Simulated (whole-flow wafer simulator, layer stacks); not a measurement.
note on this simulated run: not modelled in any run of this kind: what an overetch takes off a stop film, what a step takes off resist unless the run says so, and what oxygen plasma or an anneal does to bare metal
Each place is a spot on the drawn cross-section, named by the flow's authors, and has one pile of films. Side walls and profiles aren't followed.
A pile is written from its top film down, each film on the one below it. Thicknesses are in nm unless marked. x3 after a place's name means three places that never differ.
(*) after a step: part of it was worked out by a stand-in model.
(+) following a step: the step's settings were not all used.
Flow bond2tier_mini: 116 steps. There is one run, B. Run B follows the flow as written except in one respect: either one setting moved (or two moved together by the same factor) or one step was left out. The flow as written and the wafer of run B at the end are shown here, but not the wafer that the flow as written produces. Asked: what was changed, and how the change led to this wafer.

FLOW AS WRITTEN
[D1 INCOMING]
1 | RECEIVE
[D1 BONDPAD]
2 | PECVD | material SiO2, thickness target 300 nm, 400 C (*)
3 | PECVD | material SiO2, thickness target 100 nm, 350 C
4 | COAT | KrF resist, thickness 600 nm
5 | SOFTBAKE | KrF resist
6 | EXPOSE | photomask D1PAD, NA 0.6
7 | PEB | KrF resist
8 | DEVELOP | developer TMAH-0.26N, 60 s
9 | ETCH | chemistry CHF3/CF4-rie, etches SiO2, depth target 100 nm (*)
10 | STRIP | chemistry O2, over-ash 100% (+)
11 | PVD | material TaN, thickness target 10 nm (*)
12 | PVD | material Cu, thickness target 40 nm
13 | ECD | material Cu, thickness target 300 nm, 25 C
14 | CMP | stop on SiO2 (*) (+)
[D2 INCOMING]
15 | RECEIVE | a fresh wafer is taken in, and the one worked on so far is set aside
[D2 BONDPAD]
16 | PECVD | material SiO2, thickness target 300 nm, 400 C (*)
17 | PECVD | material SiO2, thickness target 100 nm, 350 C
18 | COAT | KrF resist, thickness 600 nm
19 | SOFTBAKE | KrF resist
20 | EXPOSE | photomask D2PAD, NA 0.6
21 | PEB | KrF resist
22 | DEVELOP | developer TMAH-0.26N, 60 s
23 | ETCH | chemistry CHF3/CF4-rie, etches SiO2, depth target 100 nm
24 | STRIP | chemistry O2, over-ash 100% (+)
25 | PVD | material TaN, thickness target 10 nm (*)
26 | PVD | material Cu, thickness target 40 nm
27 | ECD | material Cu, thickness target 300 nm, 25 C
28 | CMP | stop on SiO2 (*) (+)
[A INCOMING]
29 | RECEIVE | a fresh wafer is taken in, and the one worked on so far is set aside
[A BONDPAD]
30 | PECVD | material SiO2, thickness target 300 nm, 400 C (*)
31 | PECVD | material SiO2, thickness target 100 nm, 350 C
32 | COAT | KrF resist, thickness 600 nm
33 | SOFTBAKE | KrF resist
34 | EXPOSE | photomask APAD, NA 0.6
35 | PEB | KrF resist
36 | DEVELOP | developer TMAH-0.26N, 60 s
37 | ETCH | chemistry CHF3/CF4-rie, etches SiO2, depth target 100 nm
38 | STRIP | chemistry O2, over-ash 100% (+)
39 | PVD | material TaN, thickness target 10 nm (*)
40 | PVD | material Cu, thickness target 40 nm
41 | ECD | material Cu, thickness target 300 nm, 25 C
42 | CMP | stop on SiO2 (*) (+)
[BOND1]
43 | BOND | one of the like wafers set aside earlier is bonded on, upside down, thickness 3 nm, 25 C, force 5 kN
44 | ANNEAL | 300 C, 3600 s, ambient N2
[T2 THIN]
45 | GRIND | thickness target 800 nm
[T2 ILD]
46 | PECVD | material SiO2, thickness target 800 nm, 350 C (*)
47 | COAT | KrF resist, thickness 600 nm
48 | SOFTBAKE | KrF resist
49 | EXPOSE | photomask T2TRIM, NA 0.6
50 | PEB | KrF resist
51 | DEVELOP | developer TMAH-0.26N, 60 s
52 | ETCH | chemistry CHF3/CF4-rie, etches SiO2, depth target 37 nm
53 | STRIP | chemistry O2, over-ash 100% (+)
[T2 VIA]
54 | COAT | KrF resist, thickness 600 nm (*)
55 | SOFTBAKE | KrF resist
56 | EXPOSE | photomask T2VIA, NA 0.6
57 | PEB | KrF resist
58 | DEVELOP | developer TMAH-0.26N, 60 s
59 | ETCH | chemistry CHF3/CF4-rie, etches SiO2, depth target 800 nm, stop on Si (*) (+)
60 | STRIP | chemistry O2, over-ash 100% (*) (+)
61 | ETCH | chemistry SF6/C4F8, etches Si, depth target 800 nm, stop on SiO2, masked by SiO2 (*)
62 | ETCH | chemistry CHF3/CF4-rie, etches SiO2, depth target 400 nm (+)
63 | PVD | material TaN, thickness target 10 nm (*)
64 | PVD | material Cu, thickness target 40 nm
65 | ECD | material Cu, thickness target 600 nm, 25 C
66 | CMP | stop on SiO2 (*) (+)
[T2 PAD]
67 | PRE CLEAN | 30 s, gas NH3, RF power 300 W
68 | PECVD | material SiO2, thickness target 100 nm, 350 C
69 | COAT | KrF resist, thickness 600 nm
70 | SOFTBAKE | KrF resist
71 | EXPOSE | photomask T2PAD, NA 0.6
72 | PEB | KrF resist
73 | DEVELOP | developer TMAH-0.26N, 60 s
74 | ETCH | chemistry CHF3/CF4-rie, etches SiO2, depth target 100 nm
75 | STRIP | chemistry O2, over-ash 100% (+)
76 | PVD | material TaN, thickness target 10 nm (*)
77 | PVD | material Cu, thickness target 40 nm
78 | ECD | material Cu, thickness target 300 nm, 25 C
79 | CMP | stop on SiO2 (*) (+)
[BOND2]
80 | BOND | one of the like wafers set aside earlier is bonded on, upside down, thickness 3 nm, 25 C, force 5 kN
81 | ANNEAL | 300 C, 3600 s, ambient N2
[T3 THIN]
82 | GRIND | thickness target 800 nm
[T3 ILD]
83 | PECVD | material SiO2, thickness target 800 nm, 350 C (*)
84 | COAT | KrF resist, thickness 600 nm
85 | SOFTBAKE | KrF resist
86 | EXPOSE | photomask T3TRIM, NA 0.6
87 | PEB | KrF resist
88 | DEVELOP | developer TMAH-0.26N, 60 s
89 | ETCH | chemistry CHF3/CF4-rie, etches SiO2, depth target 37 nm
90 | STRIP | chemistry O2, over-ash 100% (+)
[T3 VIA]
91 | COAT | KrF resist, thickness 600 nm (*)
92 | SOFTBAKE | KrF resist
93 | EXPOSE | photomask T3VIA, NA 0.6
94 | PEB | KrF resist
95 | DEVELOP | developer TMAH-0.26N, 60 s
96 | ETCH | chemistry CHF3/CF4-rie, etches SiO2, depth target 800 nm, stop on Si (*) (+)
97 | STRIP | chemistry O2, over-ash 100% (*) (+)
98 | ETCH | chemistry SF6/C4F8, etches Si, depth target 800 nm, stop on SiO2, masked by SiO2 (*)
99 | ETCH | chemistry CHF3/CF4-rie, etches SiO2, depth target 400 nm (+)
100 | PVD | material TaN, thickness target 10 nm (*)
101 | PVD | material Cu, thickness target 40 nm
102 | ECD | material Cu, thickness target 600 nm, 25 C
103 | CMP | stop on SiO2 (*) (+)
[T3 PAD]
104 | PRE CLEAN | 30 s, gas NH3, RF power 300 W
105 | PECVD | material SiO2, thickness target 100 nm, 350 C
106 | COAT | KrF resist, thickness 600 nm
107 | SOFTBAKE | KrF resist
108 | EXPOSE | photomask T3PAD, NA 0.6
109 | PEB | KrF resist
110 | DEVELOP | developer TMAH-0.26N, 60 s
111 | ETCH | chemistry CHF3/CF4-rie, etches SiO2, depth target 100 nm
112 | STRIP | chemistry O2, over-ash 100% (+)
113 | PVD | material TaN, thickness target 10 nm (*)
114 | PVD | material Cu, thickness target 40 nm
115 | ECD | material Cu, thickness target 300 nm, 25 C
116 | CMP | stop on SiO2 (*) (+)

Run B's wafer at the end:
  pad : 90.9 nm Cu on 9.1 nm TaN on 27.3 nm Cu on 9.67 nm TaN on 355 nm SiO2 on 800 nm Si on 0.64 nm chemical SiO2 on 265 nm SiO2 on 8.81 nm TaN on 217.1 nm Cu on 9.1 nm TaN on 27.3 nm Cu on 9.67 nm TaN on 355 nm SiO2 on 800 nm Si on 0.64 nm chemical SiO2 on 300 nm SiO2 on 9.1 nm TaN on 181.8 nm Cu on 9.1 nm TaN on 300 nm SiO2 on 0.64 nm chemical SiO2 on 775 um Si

The reason: step 23, ETCH: depth target 135 nm was run, though the flow has depth target 100 nm.

Step by step, how the change led to this:
  23 | ETCH | chemistry CHF3/CF4-rie, etches SiO2, depth target 100 nm
      pad, via: SiO2 loses 135 (in the flow as written it would be: SiO2 loses 100)
      field: KrF resist loses 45 (in the flow as written it would be: KrF resist loses 33.3)
  24 | STRIP | chemistry O2, over-ash 100% (+)
      field: KrF resist loses 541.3 (all of it) (in the flow as written it would be: KrF resist loses 552.9 (all of it))
  26 | PVD | material Cu, thickness target 40 nm
      pad: Cu gains 35.2 (new film) (in the flow as written it would be: Cu gains 36.4 (new film))
  27 | ECD | material Cu, thickness target 300 nm, 25 C
      pad: Cu gains 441 (in the flow as written it would be: Cu gains 404.5)
      via: Cu gains 435.4 (in the flow as written it would be: Cu gains 400.2)
  80 | BOND | one of the like wafers set aside earlier is bonded on, upside down, thickness 3 nm, 25 C, force 5 kN
      pad: Si gains 775 um (new film), chemical SiO2 gains 0.64 (new film), SiO2 gains 265 (new film), TaN gains 8.81 (new film), Cu gains 126.2 (in the flow as written it would be: Si gains 775 um (new film), chemical SiO2 gains 0.64 (new film), SiO2 gains 300 (new film), TaN gains 9.1 (new film), Cu gains 90.9)
